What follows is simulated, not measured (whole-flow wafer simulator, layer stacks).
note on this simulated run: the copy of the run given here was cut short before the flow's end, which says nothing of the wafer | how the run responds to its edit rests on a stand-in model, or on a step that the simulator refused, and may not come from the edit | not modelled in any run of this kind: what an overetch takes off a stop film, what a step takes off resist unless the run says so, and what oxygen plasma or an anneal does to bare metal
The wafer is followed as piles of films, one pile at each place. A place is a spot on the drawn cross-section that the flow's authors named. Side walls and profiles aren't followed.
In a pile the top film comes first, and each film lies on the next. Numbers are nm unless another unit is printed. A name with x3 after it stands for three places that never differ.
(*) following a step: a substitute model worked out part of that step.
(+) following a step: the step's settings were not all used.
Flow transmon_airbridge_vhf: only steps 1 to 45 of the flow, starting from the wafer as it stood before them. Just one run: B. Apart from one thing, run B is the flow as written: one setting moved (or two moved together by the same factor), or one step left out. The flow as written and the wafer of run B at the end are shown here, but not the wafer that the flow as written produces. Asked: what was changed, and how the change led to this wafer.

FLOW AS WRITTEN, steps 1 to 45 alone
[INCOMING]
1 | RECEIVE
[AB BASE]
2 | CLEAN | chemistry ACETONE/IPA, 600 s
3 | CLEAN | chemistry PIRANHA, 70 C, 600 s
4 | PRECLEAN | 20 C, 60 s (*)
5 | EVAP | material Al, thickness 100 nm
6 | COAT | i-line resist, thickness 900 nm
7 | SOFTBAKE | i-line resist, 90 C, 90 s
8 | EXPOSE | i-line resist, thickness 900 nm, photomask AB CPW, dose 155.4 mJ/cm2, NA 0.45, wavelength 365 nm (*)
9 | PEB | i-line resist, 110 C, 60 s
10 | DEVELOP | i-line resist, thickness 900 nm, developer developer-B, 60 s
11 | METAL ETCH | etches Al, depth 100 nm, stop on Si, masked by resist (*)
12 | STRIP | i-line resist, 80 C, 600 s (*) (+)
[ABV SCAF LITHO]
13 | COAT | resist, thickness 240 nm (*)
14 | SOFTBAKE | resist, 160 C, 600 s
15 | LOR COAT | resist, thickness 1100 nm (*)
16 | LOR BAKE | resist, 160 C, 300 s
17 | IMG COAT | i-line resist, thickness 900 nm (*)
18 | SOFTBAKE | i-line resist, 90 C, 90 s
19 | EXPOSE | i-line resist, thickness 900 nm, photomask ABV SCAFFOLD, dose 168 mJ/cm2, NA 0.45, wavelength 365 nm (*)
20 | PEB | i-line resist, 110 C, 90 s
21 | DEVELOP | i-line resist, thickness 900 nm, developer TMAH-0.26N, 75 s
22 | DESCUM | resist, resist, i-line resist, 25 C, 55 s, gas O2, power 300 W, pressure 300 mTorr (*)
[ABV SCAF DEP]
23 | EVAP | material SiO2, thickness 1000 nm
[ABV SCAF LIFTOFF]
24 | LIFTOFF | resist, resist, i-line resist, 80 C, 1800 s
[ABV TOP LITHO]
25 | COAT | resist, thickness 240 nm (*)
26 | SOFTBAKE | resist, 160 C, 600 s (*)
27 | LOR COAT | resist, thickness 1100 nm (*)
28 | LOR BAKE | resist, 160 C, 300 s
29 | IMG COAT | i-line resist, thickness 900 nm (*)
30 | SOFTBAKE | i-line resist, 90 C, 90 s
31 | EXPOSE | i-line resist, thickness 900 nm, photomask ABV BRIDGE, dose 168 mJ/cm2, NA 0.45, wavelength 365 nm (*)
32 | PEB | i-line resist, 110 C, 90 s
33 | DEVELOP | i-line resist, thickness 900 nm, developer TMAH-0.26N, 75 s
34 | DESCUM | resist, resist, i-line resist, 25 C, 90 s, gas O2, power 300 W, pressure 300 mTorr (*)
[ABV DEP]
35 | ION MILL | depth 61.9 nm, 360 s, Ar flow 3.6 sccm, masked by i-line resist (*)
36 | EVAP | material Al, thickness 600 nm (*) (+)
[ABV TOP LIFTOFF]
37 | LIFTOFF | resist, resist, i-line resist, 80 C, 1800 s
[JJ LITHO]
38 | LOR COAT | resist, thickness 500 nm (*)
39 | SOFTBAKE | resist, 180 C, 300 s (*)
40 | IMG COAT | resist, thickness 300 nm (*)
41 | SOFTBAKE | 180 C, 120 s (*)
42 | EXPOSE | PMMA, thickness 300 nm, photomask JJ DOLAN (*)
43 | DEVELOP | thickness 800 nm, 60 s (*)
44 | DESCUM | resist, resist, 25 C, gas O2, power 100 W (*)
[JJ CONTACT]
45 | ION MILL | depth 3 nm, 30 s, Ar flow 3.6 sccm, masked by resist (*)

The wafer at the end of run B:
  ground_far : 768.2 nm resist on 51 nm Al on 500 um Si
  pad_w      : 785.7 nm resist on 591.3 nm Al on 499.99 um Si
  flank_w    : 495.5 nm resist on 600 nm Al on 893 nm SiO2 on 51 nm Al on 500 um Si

What caused this: step 5, EVAP: thickness 51 nm was run, whereas the flow has thickness 100 nm.
One can read it off the wafer: ground_far has Al 51, and step 5 as written asks for 100 nm.

How this came from the change, step by step:
  5 | EVAP | material Al, thickness 100 nm
      field x3, jj_line, ground_far and 12 more: Al gains 51 (new film) (it would be, as written: Al gains 100 (new film))
  11 | METAL ETCH | etches Al, depth 100 nm, stop on Si, masked by resist (*)
      ground_far, pad_w, flank_w and 8 more: i-line resist loses 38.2 (it would be, as written: i-line resist loses 50)
      field x3, jj_line, gap_w, gap_e: Al loses 51 (all of it) (it would be, as written: Al loses 100 (all of it))
  13 | COAT | resist, thickness 240 nm (*)
      flank_w, flank_e: resist gains 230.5 (new film) (it would be, as written: resist gains 222.3 (new film))
      gap_w, gap_e: resist gains 246.2 (new film) (it would be, as written: resist gains 251.7 (new film))
  22 | DESCUM | resist, resist, i-line resist, 25 C, 55 s, gas O2, power 300 W, pressure 300 mTorr (*)
      flank_w, flank_e: resist loses 230.5 (all of it) (it would be, as written: resist loses 222.3 (all of it))
      gap_w, gap_e: resist loses 246.2 (all of it) (it would be, as written: resist loses 251.7 (all of it))
  25 | COAT | resist, thickness 240 nm (*)
      flank_w, flank_e: resist gains 158.5 (new film) (it would be, as written: resist gains 152.6 (new film))
      gap_w, gap_e: resist gains 205.4 (new film) (it would be, as written: resist gains 210.7 (new film))
  32 | PEB | i-line resist, 110 C, 90 s
      gap_w, gap_e: i-line resist loses 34 (it would be, as written: i-line resist loses 34.7)
  34 | DESCUM | resist, resist, i-line resist, 25 C, 90 s, gas O2, power 300 W, pressure 300 mTorr (*)
      flank_w, flank_e: resist loses 158.5 (all of it) (it would be, as written: resist loses 152.6 (all of it))
      gap_w, gap_e: resist loses 205.4 (all of it) (it would be, as written: resist loses 210.7 (all of it))
  35 | ION MILL | depth 61.9 nm, 360 s, Ar flow 3.6 sccm, masked by i-line resist (*)
      pad_w, pad_e: Al loses 51 (all of it), Si loses 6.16 (it would be, as written: Al loses 61.9)
  36 | EVAP | material Al, thickness 600 nm (*) (+)
      pad_w, pad_e: Al gains 591.3 (new film) (it would be, as written: Al gains 591.2)
  40 | IMG COAT | resist, thickness 300 nm (*)
      flank_w, flank_e: resist gains 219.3 (it would be, as written: resist gains 212.1)
